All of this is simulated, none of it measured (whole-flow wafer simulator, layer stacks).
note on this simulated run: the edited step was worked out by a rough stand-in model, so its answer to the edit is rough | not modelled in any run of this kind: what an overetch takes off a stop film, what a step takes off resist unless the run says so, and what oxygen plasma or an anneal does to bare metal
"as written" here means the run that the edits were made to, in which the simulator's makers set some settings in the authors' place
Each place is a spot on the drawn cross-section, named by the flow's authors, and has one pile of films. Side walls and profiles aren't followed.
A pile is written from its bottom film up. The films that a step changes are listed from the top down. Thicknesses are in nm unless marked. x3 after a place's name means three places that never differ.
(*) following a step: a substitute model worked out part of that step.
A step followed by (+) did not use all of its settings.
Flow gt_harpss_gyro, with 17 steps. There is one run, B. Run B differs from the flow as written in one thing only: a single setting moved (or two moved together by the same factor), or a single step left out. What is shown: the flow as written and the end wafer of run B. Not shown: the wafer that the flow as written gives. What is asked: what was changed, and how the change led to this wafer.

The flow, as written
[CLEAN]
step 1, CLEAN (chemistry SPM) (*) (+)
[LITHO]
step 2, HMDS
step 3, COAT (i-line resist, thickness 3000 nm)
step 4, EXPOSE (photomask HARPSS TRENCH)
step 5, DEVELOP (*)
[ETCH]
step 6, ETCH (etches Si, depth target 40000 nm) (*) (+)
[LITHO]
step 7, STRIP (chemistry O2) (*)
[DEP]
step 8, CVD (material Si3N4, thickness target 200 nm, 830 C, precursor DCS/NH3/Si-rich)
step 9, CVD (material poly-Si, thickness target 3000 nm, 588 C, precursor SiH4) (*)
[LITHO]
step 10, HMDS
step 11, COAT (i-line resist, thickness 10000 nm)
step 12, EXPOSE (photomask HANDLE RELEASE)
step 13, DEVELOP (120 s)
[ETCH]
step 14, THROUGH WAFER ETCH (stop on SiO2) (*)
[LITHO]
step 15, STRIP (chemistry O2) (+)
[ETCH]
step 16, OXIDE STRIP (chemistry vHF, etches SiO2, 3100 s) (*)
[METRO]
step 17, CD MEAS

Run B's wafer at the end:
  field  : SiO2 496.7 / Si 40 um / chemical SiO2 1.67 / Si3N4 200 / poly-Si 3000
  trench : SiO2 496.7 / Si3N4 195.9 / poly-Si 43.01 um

The reason: step 16, OXIDE STRIP: 1938 s was run, though the flow has 3100 s.

How this came from the change, step by step:
  step 16, OXIDE STRIP (chemistry vHF, etches SiO2, 3100 s) (*)
      field: under 4 films: -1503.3 SiO2 (as written it would have been: under 4 films: -2000 SiO2 (all of it))
      trench: under 2 films: -1503.3 SiO2 (as written it would have been: under 2 films: -2000 SiO2 (all of it))
